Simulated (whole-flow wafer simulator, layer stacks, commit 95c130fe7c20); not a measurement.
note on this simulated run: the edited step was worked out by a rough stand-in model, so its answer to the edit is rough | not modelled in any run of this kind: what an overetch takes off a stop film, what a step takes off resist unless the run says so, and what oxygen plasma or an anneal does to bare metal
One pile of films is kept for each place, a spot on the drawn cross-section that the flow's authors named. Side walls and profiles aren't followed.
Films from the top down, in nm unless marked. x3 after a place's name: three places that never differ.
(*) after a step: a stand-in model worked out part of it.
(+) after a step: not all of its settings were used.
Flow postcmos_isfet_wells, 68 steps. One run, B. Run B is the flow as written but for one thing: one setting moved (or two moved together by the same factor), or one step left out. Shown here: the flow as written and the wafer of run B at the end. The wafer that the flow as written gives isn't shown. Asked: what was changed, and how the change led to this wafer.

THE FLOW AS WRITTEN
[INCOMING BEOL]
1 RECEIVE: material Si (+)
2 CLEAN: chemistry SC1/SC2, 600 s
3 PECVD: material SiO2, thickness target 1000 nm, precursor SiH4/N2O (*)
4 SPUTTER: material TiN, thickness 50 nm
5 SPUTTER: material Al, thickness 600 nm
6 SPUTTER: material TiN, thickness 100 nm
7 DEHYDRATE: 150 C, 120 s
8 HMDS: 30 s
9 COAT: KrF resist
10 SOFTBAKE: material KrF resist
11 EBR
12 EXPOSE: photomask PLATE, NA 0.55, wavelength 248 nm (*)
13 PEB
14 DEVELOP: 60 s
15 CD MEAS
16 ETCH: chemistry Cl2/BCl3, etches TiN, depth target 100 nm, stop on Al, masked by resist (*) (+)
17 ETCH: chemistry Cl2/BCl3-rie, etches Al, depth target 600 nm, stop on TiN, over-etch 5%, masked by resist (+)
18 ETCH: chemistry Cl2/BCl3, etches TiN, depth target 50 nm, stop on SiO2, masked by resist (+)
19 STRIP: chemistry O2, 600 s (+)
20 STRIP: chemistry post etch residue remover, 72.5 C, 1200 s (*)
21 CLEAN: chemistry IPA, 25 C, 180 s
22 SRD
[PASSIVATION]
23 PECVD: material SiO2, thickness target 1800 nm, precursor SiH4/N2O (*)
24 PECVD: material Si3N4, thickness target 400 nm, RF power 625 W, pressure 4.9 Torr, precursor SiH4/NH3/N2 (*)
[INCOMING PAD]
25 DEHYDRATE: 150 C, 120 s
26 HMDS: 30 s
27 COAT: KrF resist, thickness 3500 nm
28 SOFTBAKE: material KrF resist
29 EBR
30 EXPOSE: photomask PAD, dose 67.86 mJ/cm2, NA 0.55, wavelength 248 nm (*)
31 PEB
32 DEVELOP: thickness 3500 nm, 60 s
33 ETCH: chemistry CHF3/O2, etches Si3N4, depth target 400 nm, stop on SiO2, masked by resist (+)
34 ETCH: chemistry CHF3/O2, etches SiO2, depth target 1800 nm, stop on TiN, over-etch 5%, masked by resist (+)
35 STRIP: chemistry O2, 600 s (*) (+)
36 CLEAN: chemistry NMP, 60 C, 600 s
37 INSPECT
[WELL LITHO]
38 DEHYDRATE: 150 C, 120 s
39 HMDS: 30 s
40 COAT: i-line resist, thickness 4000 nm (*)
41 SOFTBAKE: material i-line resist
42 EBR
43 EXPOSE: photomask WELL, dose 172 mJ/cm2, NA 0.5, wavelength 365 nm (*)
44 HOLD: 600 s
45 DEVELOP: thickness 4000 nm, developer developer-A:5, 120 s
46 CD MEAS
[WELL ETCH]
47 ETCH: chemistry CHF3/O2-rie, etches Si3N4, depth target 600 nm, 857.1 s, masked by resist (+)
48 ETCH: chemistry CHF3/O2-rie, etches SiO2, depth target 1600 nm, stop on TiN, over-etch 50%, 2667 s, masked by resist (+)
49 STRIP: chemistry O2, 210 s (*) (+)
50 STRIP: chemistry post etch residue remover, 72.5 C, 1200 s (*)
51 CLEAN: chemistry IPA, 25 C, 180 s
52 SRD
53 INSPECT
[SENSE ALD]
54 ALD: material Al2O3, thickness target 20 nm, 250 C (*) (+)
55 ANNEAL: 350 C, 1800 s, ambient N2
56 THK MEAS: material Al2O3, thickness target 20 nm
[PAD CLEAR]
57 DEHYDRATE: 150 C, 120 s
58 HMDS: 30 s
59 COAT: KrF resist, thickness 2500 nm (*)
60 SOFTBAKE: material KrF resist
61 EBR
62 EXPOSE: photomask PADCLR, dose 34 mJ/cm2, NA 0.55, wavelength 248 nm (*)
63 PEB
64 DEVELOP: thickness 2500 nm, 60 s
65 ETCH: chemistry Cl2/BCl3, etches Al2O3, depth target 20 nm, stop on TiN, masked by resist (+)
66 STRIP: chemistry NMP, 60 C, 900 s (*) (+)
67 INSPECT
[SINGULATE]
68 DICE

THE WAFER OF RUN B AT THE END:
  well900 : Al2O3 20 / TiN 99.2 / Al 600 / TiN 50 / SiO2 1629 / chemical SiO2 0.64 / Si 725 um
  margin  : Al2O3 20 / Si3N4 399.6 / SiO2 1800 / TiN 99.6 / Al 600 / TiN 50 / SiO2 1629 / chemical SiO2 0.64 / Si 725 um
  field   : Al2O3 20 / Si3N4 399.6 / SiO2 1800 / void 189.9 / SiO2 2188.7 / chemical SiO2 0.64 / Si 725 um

The cause: step 3, PECVD: thickness target 1629 nm was run, where the flow has thickness target 1000 nm.
It can be read off the wafer: well900 has SiO2 1629, and step 3 as written asks for 1000 nm.

How the change led to this, step by step:
  3 PECVD: material SiO2, thickness target 1000 nm, precursor SiH4/N2O (*)
      field, margin, well900, well1300 x3, pad_rim, pad_clr, pad_open: SiO2 +1629 (new film) (as written it would be: SiO2 +1000 (new film))
